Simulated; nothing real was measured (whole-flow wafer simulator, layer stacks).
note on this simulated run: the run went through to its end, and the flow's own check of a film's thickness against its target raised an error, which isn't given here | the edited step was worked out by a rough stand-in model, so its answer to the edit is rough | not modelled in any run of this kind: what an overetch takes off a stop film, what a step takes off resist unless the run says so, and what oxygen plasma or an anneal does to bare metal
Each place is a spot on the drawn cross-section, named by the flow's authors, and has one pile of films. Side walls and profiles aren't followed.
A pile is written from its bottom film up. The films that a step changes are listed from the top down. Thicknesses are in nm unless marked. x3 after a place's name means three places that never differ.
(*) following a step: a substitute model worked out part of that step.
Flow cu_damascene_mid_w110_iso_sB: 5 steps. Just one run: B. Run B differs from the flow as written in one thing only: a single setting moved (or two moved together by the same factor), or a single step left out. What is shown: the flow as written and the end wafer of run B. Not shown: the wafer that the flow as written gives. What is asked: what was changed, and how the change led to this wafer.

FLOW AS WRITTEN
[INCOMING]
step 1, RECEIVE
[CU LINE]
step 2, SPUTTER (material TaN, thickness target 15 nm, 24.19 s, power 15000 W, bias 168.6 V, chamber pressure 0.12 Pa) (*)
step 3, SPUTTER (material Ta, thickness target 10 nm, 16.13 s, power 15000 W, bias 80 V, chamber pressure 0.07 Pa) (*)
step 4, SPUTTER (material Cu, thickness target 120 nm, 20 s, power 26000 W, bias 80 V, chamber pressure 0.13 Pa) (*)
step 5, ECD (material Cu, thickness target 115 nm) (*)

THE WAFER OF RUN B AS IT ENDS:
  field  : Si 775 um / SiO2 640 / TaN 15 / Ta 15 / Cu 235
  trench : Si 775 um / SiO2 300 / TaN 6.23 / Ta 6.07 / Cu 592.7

The reason: step 3, SPUTTER: 24.2 s was run, while the flow as written has 16.13 s.

How this came from the change, step by step:
  step 3, SPUTTER (material Ta, thickness target 10 nm, 16.13 s, power 15000 W, bias 80 V, chamber pressure 0.07 Pa) (*)
      field: Ta gains 15 (new film) (it would be, as written: Ta gains 10 (new film))
      trench: Ta gains 6.07 (new film) (it would be, as written: Ta gains 4.05 (new film))
